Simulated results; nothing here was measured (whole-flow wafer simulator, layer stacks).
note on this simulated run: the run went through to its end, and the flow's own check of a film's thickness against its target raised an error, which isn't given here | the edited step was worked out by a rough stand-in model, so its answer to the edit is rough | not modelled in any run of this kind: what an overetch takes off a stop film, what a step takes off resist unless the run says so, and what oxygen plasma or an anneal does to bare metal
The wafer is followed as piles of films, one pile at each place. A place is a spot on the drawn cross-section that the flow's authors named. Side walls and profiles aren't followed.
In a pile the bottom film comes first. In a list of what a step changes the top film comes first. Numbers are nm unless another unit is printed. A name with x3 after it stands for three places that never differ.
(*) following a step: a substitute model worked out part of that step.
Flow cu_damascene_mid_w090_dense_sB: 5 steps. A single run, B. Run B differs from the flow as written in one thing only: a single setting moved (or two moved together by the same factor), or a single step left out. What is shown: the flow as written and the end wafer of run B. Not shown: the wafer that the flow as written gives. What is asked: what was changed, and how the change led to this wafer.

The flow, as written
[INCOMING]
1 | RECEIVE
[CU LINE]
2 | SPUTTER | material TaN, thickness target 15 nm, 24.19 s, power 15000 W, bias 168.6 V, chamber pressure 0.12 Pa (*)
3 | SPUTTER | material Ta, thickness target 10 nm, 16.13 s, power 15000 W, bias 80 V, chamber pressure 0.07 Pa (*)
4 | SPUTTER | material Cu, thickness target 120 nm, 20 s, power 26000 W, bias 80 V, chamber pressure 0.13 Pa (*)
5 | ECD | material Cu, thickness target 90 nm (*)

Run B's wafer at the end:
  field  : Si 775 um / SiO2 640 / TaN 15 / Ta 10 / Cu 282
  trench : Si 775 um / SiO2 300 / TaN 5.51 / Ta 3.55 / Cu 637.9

The reason: step 4, SPUTTER: thickness target 192 nm was run, while the flow as written has thickness target 120 nm; step 4, SPUTTER: 32 s was run, where the flow has 20 s.

Step by step, how the change led to this:
  4 | SPUTTER | material Cu, thickness target 120 nm, 20 s, power 26000 W, bias 80 V, chamber pressure 0.13 Pa (*)
      field: Cu gains 192 (new film) (in the flow as written it would be: Cu gains 120 (new film))
      trench: Cu gains 70.9 (new film) (in the flow as written it would be: Cu gains 44.3 (new film))
  5 | ECD | material Cu, thickness target 90 nm (*)
      trench: Cu gains 567 (in the flow as written it would be: Cu gains 521.6)
